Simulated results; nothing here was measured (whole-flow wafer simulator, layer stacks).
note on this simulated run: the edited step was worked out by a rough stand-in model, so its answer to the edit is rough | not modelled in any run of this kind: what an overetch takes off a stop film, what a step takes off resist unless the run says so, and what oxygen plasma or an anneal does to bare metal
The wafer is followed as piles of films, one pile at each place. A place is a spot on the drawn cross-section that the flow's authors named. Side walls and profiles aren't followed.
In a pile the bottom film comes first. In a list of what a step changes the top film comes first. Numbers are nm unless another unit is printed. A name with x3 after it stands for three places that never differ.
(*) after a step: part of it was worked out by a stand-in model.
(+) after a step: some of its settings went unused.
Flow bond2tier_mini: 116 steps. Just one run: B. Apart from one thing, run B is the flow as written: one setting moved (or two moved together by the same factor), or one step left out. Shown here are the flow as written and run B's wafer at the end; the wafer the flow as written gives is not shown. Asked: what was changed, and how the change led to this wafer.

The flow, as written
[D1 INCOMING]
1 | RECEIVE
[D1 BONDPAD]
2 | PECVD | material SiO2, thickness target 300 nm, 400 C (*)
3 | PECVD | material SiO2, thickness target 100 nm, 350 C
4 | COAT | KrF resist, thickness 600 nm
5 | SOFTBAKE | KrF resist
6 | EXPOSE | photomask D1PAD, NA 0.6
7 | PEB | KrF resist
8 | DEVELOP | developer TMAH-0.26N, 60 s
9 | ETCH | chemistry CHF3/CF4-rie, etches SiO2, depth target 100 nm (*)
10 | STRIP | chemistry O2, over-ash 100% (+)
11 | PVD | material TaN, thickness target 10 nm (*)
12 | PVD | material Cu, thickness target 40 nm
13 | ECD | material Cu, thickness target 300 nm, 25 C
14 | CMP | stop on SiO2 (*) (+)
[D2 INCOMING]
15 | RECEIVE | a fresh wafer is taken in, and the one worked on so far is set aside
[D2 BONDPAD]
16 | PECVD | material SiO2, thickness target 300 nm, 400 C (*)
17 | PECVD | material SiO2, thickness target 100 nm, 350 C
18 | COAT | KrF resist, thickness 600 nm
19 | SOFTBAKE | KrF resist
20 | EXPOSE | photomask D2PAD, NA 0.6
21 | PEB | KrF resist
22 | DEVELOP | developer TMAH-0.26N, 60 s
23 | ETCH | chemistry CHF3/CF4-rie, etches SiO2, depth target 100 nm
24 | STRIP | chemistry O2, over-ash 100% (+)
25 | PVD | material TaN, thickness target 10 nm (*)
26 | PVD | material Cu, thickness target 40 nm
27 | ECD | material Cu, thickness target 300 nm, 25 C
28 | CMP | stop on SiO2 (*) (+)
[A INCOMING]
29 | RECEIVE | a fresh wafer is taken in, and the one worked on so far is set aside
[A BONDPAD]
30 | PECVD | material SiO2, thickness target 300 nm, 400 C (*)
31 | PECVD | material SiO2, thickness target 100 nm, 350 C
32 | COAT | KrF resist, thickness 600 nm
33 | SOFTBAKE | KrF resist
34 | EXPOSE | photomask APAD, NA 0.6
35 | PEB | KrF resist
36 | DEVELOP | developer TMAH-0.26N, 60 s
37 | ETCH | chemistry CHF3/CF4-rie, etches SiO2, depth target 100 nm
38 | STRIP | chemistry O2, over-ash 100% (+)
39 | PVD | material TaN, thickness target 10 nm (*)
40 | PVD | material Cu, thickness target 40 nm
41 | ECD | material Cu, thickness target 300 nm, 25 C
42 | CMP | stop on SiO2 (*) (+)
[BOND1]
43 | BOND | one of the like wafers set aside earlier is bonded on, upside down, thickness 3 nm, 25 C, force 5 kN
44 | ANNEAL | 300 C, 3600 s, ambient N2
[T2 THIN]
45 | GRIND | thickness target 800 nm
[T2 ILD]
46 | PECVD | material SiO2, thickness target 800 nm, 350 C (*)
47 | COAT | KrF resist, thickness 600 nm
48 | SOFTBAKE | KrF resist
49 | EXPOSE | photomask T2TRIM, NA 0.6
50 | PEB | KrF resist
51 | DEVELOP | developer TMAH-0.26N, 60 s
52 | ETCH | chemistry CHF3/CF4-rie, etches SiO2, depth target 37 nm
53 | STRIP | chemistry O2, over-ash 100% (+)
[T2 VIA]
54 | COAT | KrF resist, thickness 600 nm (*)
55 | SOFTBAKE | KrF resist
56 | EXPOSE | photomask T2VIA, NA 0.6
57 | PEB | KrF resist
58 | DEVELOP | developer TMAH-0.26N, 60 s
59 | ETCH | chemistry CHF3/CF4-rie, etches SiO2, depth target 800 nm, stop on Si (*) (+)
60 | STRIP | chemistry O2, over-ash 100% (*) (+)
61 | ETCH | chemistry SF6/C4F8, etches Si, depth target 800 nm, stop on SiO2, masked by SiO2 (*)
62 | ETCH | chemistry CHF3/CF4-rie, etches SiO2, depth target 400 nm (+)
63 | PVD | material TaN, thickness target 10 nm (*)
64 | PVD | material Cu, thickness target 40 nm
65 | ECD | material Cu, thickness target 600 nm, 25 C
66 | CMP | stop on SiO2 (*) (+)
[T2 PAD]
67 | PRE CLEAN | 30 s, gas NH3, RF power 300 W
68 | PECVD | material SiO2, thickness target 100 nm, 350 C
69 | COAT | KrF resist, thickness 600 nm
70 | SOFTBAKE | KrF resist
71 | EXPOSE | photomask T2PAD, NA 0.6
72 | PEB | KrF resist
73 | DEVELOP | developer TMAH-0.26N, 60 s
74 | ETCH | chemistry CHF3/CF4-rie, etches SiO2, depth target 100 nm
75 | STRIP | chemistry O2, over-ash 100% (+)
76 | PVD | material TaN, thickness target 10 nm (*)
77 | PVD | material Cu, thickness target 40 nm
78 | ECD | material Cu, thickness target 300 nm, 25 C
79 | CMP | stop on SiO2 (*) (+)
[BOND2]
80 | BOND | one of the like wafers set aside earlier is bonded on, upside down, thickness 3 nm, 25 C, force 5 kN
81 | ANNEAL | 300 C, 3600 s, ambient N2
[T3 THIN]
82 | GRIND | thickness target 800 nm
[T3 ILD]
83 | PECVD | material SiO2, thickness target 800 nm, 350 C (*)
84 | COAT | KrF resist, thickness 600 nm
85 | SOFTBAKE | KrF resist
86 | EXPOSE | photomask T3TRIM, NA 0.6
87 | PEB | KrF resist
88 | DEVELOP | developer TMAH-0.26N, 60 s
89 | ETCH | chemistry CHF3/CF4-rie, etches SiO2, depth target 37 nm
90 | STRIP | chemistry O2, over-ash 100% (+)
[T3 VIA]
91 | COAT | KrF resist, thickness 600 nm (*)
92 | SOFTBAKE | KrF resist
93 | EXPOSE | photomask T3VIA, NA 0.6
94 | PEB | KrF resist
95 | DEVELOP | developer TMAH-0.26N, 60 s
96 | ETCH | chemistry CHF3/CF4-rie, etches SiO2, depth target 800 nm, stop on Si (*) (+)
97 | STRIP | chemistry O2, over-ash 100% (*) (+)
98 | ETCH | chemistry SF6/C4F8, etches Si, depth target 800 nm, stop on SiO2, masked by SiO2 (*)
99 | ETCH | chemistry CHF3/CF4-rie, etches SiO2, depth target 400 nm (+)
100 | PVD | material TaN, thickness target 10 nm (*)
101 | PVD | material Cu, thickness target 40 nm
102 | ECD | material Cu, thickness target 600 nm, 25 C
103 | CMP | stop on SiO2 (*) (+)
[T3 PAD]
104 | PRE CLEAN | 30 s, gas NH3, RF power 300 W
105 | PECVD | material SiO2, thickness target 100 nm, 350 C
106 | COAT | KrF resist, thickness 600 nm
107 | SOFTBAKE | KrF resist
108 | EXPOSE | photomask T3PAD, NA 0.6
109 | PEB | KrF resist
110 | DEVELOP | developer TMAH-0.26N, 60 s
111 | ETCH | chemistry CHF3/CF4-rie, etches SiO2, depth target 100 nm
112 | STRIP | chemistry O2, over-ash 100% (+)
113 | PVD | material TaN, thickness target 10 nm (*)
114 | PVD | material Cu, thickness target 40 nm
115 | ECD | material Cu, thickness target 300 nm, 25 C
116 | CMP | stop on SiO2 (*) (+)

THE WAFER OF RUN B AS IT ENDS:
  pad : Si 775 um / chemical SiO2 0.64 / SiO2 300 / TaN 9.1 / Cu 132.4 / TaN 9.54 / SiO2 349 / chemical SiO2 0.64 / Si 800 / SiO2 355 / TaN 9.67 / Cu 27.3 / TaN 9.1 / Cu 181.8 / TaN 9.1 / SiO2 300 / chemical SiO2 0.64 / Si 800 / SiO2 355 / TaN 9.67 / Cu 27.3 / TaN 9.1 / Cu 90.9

What caused this: step 9, ETCH: depth target 51 nm was run, though the flow has depth target 100 nm.

The path from the change to this, step by step:
  9 | ETCH | chemistry CHF3/CF4-rie, etches SiO2, depth target 100 nm (*)
      pad, via: SiO2 loses 51 (it would be, as written: SiO2 loses 100)
      field: KrF resist loses 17 (it would be, as written: KrF resist loses 33.3)
  10 | STRIP | chemistry O2, over-ash 100% (+)
      field: KrF resist loses 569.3 (all of it) (it would be, as written: KrF resist loses 552.9 (all of it))
  12 | PVD | material Cu, thickness target 40 nm
      pad: Cu gains 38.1 (new film) (it would be, as written: Cu gains 36.4 (new film))
  13 | ECD | material Cu, thickness target 300 nm, 25 C
      pad: Cu gains 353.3 (it would be, as written: Cu gains 404.5)
      via: Cu gains 351 (it would be, as written: Cu gains 400.2)
  43 | BOND | one of the like wafers set aside earlier is bonded on, upside down, thickness 3 nm, 25 C, force 5 kN
      pad: Si gains 775 um (new film), chemical SiO2 gains 0.64 (new film), SiO2 gains 349 (new film), TaN gains 9.54 (new film), Cu gains 41.5 (it would be, as written: Si gains 775 um (new film), chemical SiO2 gains 0.64 (new film), SiO2 gains 300 (new film), TaN gains 9.1 (new film), Cu gains 90.9)
      via: Si gains 775 um (new film), chemical SiO2 gains 0.64 (new film), SiO2 gains 349 (new film), TaN gains 10 (new film), Cu gains 41 (it would be, as written: Si gains 775 um (new film), chemical SiO2 gains 0.64 (new film), SiO2 gains 300 (new film), TaN gains 9.97 (new film), Cu gains 90)
